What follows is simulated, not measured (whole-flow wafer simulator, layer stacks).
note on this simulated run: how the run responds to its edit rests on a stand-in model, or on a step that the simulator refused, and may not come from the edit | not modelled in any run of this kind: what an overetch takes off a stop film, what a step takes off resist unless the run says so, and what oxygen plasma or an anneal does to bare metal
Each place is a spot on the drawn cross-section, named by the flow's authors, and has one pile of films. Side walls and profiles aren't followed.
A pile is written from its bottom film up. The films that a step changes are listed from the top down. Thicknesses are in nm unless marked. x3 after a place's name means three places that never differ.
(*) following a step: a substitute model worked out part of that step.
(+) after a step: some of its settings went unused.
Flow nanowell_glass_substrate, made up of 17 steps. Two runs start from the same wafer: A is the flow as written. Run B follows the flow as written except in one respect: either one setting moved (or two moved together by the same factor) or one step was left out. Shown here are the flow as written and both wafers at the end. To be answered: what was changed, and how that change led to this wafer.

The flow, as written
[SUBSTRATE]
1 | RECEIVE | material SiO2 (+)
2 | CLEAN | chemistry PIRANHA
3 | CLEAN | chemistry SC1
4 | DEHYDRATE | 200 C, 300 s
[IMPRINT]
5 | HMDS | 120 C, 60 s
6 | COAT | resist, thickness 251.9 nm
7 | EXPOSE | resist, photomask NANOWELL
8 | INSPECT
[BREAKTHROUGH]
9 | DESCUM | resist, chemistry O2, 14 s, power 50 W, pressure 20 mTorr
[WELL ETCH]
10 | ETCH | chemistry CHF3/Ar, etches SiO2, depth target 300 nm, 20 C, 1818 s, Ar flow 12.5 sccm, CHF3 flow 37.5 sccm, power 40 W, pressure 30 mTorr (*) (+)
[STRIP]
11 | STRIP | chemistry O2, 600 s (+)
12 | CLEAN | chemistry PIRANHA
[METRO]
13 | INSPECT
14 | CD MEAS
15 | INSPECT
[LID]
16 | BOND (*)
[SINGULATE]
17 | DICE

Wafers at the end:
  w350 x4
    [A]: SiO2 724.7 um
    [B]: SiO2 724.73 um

The reason: step 6, COAT: thickness 302.3 nm was run, though the flow has thickness 251.9 nm.

How this came from the change, step by step:
  6 | COAT | resist, thickness 251.9 nm
      land, w350 x4: A +251.9 resist (new film) | B +302.3 resist (new film)
  7 | EXPOSE | resist, photomask NANOWELL
      land: A +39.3 resist | B +34.8 resist
  9 | DESCUM | resist, chemistry O2, 14 s, power 50 W, pressure 20 mTorr
      w350 x4: A -18.2 resist (all of it) | B -34.9 resist
  10 | ETCH | chemistry CHF3/Ar, etches SiO2, depth target 300 nm, 20 C, 1818 s, Ar flow 12.5 sccm, CHF3 flow 37.5 sccm, power 40 W, pressure 30 mTorr (*) (+)
      w350 x4: A -300 SiO2 | B -29.2 resist (all of it), -271 SiO2
  11 | STRIP | chemistry O2, 600 s (+)
      land: A -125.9 resist (all of it) | B -171.8 resist (all of it)
